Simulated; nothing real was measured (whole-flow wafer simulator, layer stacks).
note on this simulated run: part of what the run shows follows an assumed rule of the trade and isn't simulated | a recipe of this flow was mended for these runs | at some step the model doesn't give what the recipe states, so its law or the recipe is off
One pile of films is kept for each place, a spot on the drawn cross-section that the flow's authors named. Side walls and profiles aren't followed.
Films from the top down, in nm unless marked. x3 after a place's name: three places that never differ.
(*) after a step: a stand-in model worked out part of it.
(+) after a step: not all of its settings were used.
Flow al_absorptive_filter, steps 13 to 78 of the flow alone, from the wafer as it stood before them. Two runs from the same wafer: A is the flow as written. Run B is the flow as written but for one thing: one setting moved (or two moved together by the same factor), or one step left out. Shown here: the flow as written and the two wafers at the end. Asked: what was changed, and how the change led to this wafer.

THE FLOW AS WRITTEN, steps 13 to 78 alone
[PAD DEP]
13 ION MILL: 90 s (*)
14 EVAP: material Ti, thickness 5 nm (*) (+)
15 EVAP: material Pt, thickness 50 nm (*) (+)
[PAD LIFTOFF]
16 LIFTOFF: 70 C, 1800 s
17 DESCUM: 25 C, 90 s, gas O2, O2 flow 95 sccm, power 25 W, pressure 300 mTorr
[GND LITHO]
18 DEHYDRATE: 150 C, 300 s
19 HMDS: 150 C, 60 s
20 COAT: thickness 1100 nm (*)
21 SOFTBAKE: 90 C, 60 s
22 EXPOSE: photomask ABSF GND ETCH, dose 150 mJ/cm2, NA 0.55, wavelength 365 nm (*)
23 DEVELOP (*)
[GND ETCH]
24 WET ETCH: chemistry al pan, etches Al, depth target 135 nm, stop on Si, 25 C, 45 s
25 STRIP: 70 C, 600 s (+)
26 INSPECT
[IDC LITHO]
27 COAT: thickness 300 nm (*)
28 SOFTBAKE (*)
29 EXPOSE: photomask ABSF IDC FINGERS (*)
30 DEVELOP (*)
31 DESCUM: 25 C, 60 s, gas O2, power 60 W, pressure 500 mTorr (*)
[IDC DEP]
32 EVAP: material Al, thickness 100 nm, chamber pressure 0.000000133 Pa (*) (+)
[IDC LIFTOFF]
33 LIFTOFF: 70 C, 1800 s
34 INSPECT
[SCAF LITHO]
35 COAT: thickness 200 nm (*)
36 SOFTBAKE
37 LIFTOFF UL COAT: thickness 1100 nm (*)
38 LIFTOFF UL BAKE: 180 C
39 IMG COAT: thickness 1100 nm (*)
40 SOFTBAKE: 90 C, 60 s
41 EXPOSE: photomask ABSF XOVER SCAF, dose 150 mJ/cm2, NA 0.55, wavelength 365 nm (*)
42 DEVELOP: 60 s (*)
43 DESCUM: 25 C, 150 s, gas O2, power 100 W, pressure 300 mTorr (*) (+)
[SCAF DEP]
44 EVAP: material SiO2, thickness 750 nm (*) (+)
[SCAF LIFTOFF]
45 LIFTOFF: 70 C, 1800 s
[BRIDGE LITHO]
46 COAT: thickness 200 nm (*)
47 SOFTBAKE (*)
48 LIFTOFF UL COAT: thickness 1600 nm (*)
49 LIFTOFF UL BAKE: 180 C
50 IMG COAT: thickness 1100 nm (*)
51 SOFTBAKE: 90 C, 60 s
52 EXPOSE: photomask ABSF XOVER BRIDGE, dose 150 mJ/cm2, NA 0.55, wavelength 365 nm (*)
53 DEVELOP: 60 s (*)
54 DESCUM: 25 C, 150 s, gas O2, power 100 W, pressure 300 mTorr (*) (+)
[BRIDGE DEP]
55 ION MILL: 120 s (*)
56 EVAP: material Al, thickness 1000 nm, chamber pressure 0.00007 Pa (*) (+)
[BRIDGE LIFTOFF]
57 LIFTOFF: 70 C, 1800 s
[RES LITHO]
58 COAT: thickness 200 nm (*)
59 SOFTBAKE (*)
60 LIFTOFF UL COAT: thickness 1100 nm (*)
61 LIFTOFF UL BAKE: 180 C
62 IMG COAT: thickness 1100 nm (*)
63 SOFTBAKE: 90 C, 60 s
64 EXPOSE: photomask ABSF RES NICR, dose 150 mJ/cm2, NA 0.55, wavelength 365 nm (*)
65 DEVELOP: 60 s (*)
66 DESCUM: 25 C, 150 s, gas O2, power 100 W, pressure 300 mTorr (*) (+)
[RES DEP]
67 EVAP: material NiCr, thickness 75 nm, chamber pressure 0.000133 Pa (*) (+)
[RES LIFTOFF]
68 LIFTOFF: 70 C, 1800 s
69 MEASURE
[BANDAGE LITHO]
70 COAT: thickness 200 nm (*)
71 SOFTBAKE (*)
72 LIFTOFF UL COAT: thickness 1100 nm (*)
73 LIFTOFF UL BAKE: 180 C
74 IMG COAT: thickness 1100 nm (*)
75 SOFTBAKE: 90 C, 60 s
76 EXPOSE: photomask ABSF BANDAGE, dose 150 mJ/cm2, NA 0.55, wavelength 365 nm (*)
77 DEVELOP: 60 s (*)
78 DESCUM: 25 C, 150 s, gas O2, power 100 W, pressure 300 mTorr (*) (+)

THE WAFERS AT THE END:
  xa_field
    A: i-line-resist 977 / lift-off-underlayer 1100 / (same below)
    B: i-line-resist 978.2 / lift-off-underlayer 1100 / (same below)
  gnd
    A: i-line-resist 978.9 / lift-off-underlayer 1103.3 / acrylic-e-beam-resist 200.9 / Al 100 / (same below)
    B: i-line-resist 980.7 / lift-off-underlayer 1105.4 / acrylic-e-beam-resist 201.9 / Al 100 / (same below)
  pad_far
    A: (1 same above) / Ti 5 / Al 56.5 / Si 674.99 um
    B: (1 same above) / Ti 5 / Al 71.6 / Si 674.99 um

The cause: step 13, ION MILL: 45 s was run, where the flow has 90 s.

How the change led to this, step by step:
  13 ION MILL: 90 s (*)
      gnd, ledge, res and 9 more: A i-line-resist -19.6 | B i-line-resist -9.82
      pad_far, pad_near: A Al -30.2 | B Al -15.1
  35 COAT: thickness 200 nm (*)
      ledge: A acrylic-e-beam-resist +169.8 (new film) | B acrylic-e-beam-resist +175 (new film)
  45 LIFTOFF: 70 C, 1800 s
      ledge: A SiO2 -750 (all of it), i-line-resist -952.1 (all of it), lift-off-underlayer -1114 (all of it), acrylic-e-beam-resist -169.8 (all of it) | B SiO2 -750 (all of it), i-line-resist -951 (all of it), lift-off-underlayer -1114.3 (all of it), acrylic-e-beam-resist -175 (all of it)
  46 COAT: thickness 200 nm (*)
      ledge: A acrylic-e-beam-resist +169.8 (new film) | B acrylic-e-beam-resist +175 (new film)
  57 LIFTOFF: 70 C, 1800 s
      ledge: A Al -1000 (all of it), i-line-resist -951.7 (all of it), lift-off-underlayer -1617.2 (all of it), acrylic-e-beam-resist -169.8 (all of it) | B Al -1000 (all of it), i-line-resist -950.8 (all of it), lift-off-underlayer -1617.3 (all of it), acrylic-e-beam-resist -175 (all of it)
  58 COAT: thickness 200 nm (*)
      ledge: A acrylic-e-beam-resist +169.8 (new film) | B acrylic-e-beam-resist +175 (new film)
  66 DESCUM: 25 C, 150 s, gas O2, power 100 W, pressure 300 mTorr (*) (+)
      ledge: A acrylic-e-beam-resist -169.8 (all of it) | B acrylic-e-beam-resist -175 (all of it)
  70 COAT: thickness 200 nm (*)
      ledge: A acrylic-e-beam-resist +167 (new film) | B acrylic-e-beam-resist +172 (new film)
